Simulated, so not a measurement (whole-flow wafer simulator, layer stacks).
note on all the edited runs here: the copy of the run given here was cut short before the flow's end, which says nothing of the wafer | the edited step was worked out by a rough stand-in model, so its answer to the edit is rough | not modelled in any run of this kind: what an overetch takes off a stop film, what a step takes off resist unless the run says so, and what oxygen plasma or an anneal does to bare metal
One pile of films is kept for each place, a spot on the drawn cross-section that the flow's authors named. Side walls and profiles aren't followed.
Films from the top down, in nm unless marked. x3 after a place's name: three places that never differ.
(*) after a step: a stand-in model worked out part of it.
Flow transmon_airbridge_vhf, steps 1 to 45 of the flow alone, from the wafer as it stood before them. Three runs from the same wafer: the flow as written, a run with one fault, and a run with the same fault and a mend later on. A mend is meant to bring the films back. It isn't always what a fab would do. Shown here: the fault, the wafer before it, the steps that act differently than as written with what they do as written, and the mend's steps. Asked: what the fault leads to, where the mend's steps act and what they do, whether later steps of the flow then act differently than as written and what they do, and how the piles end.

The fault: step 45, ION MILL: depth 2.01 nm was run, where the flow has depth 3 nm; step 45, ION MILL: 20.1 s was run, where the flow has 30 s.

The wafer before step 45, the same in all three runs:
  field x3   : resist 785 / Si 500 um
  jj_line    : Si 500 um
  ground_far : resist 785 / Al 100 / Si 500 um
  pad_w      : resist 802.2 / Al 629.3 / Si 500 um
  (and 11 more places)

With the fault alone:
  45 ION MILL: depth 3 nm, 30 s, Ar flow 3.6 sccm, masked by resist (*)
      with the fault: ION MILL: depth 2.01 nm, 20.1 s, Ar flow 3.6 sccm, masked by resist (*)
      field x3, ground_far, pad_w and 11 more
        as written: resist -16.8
        with the fault: resist -11.2
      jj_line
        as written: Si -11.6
        with the fault: Si -7.79
  No later step of the flow acts differently than as written at any place that is followed.
  At the end the piles differ from the flow's only slightly at the places that both follow, by at most 2% or 0.5 nm, whichever is larger.

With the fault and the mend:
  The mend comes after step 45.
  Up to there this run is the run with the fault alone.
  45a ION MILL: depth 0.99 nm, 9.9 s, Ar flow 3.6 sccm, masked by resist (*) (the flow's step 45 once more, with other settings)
      field x3, ground_far, pad_w and 11 more
        resist -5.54
      jj_line
        Si -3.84
  No later step of the flow acts differently than as written at any place that is followed.
  At the end the piles are the same as the flow's at every place that both follow.
